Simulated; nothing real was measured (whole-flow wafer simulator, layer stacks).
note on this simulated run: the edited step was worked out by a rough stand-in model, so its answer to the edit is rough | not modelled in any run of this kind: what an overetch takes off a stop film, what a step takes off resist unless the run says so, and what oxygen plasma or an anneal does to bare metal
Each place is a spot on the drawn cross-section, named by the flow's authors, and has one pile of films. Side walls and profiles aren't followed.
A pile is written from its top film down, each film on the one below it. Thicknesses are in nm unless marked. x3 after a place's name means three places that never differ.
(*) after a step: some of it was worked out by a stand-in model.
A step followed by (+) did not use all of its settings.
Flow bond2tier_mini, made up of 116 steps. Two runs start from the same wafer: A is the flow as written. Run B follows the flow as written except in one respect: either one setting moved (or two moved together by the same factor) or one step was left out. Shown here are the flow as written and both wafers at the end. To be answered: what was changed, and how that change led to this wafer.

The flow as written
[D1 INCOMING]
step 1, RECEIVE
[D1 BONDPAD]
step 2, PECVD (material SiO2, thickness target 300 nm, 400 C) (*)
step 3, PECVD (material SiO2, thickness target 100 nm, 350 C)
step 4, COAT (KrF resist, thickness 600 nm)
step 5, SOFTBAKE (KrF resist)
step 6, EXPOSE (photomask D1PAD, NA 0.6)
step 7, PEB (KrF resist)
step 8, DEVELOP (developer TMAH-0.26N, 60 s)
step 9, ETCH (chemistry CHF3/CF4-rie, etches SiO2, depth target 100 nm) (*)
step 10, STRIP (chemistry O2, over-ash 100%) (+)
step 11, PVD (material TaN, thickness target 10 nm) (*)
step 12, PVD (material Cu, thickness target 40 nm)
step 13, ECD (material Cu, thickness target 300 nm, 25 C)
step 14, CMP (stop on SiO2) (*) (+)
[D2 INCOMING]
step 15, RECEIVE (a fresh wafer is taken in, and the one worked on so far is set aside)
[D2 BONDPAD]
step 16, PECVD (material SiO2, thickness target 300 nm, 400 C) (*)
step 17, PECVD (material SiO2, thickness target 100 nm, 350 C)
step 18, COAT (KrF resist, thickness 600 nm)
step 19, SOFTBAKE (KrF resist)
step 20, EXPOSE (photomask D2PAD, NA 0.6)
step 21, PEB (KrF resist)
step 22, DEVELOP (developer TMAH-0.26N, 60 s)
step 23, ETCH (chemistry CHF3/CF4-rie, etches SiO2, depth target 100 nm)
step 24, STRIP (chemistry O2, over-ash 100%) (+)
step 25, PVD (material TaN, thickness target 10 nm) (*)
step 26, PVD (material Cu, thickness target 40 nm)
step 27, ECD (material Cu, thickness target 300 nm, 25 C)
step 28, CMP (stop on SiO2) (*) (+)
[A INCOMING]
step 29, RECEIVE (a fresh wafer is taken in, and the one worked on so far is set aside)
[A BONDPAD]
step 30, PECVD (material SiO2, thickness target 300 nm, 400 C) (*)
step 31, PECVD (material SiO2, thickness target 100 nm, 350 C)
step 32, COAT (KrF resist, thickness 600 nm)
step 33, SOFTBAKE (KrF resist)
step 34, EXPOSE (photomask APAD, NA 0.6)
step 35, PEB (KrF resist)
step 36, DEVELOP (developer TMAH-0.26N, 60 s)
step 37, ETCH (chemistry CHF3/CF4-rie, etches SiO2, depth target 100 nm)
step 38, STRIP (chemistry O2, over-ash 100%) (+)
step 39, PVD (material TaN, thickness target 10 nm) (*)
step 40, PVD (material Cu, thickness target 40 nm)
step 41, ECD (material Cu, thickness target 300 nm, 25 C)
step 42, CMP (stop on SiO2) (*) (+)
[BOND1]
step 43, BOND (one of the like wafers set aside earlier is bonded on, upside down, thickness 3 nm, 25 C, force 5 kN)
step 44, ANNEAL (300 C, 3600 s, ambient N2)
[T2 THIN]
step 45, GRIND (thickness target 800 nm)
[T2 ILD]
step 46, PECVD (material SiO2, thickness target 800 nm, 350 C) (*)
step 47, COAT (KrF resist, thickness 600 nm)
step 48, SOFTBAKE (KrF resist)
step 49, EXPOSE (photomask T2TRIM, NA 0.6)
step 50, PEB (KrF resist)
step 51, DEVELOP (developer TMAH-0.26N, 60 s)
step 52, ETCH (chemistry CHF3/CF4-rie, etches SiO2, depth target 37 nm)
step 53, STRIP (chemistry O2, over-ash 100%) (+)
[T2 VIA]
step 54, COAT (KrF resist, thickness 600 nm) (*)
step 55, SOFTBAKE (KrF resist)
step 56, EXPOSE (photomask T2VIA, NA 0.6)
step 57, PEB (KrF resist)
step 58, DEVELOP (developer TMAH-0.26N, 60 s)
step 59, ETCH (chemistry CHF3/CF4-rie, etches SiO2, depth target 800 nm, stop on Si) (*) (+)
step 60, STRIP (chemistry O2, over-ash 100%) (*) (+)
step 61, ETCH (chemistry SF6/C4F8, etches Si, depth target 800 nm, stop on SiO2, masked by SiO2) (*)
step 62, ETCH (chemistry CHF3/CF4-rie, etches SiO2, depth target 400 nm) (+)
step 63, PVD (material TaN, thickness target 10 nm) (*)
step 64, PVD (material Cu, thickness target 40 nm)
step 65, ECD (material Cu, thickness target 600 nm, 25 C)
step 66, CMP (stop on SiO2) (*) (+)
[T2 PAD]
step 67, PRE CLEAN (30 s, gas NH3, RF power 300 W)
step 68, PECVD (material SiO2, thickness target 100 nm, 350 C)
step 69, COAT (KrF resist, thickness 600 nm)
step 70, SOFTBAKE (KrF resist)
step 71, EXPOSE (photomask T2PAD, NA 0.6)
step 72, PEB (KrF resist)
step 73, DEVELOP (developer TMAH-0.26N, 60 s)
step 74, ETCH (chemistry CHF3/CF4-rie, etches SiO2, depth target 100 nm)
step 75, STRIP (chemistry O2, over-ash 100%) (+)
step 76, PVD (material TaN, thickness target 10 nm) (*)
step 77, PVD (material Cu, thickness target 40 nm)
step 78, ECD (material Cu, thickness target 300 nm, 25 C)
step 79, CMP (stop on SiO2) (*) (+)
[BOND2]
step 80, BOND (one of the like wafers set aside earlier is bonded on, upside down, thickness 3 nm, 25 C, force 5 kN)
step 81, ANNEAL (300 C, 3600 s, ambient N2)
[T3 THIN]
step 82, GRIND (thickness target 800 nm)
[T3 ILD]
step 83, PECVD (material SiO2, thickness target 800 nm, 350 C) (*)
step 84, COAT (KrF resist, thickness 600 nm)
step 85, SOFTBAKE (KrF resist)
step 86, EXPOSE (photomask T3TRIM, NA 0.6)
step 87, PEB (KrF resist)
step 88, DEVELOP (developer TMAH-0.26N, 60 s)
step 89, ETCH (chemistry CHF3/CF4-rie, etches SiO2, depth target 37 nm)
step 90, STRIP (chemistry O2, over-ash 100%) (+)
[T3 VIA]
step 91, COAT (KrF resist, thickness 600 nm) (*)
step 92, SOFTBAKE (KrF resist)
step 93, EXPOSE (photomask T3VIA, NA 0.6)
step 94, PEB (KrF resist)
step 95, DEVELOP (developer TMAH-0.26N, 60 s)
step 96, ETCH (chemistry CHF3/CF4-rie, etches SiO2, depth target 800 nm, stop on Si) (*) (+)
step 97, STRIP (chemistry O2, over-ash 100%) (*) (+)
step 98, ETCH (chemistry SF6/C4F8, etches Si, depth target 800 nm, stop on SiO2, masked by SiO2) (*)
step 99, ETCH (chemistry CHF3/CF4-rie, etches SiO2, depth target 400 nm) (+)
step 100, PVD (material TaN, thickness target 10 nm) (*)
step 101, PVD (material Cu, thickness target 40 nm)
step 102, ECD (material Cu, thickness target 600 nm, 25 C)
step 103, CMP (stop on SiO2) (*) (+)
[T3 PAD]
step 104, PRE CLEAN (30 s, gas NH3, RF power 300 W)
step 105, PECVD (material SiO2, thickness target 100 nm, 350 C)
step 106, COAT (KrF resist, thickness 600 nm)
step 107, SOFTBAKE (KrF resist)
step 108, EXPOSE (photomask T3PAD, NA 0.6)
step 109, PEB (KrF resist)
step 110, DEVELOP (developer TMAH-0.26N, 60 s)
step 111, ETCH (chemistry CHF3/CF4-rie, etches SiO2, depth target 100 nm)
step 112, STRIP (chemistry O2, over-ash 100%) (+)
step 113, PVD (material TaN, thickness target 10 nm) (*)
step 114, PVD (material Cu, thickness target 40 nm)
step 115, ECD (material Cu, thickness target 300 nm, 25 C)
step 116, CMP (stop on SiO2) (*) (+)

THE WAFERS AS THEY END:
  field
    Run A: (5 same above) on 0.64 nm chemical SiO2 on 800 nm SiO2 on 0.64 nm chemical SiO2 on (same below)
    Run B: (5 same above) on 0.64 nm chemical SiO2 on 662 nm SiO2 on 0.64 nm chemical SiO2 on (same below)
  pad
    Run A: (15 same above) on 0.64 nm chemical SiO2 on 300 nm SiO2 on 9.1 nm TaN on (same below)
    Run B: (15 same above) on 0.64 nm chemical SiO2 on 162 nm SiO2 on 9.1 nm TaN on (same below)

Cause: step 2, PECVD: thickness target 162 nm was run, whereas the flow has thickness target 300 nm.
The wafer itself shows it: pad has SiO2 162, and step 2 as written asks for 300 nm.

How this came from the change, step by step:
  step 2, PECVD (material SiO2, thickness target 300 nm, 400 C) (*)
      field, pad, via: A SiO2 gains 300 (new film) | B SiO2 gains 162 (new film)
  step 43, BOND (one of the like wafers set aside earlier is bonded on, upside down, thickness 3 nm, 25 C, force 5 kN)
      field: A Si gains 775 um (new film), chemical SiO2 gains 0.64 (new film), SiO2 gains 400 | B Si gains 775 um (new film), chemical SiO2 gains 0.64 (new film), SiO2 gains 262
      pad: A Si gains 775 um (new film), chemical SiO2 gains 0.64 (new film), SiO2 gains 300 (new film), TaN gains 9.1 (new film), Cu gains 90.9 | B Si gains 775 um (new film), chemical SiO2 gains 0.64 (new film), SiO2 gains 162 (new film), TaN gains 9.1 (new film), Cu gains 90.9
      (as well as at 1 more place)
